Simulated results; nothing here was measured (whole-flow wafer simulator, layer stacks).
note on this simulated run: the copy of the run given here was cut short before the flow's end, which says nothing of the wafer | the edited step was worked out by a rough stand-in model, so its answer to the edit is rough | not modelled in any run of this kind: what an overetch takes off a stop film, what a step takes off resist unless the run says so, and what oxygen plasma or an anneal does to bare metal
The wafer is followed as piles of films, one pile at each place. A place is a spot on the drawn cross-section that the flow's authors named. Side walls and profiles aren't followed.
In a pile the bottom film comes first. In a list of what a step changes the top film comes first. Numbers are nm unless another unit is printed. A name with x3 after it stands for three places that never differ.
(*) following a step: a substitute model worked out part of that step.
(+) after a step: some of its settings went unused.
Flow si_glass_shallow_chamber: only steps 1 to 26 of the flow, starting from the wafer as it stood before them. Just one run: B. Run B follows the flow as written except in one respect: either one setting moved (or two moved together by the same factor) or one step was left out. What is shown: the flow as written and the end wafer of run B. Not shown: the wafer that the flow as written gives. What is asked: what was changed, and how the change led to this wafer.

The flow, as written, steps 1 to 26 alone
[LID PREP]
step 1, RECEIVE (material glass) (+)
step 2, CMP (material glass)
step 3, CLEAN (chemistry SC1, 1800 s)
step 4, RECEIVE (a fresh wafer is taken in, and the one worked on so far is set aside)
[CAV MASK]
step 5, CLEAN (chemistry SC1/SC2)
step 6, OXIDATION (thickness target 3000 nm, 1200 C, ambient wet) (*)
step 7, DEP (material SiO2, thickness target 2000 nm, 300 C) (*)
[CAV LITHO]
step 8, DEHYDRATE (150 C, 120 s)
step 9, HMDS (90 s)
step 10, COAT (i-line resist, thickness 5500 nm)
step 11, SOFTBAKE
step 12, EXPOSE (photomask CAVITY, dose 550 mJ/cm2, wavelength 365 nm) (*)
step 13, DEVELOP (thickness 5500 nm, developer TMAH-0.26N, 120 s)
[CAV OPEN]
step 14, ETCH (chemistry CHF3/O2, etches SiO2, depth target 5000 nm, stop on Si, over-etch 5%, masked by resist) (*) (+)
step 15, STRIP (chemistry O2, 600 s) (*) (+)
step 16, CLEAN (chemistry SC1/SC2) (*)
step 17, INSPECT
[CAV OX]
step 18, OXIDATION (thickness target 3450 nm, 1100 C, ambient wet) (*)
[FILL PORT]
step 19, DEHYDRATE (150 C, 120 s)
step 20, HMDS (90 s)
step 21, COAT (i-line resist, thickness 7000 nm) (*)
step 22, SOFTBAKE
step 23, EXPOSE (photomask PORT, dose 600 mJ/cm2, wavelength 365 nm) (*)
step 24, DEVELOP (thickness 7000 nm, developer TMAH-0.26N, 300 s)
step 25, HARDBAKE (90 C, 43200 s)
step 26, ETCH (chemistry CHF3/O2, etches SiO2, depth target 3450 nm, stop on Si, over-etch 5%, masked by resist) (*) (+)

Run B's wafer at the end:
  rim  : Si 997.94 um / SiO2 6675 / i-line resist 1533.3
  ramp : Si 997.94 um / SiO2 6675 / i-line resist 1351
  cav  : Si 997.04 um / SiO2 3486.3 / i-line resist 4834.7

Cause: step 6, OXIDATION: thickness target 3675 nm was run, whereas the flow has thickness target 3000 nm.

The path from the change to this, step by step:
  step 6, OXIDATION (thickness target 3000 nm, 1200 C, ambient wet) (*)
      rim, ramp, cav, port, septum, ring: +3675 SiO2 (new film), -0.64 chemical SiO2 (all of it), -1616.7 Si (as written it would have been: +3000 SiO2 (new film), -0.64 chemical SiO2 (all of it), -1319.7 Si)
  step 14, ETCH (chemistry CHF3/O2, etches SiO2, depth target 5000 nm, stop on Si, over-etch 5%, masked by resist) (*) (+)
      cav, port: -5250 SiO2 (as written it would have been: -5000 SiO2 (all of it), -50 Si)
  step 15, STRIP (chemistry O2, 600 s) (*) (+)
      cav, port: nothing (as written it would have been: +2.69 chemical SiO2 (new film), -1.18 Si)
  step 18, OXIDATION (thickness target 3450 nm, 1100 C, ambient wet) (*)
      cav, port: +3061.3 SiO2, -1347 Si (as written it would have been: +3450 SiO2 (new film), -2.69 chemical SiO2 (all of it), -1516.8 Si)
      rim, ramp, septum, ring: +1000 SiO2, -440 Si (as written it would have been: +1109.8 SiO2, -488.3 Si)
  step 21, COAT (i-line resist, thickness 7000 nm) (*)
      rim: +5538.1 i-line resist (new film) (as written it would have been: +5660.1 i-line resist (new film))
      ramp: +4919.7 i-line resist (new film) (as written it would have been: +5087.8 i-line resist (new film))
  step 22, SOFTBAKE
      rim: -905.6 i-line resist (as written it would have been: -849 i-line resist)
      ramp: -475.7 i-line resist (as written it would have been: -434.5 i-line resist)
      (and at 3 other places as well)
  step 25, HARDBAKE (90 C, 43200 s)
      rim: -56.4 i-line resist (as written it would have been: -62.5 i-line resist)
      ramp: -50.2 i-line resist (as written it would have been: -57.1 i-line resist)
      (and at 1 other place as well)
  step 26, ETCH (chemistry CHF3/O2, etches SiO2, depth target 3450 nm, stop on Si, over-etch 5%, masked by resist) (*) (+)
      port: -3486.3 SiO2 (all of it), -27.2 Si (as written it would have been: -3450 SiO2 (all of it), -34.5 Si)
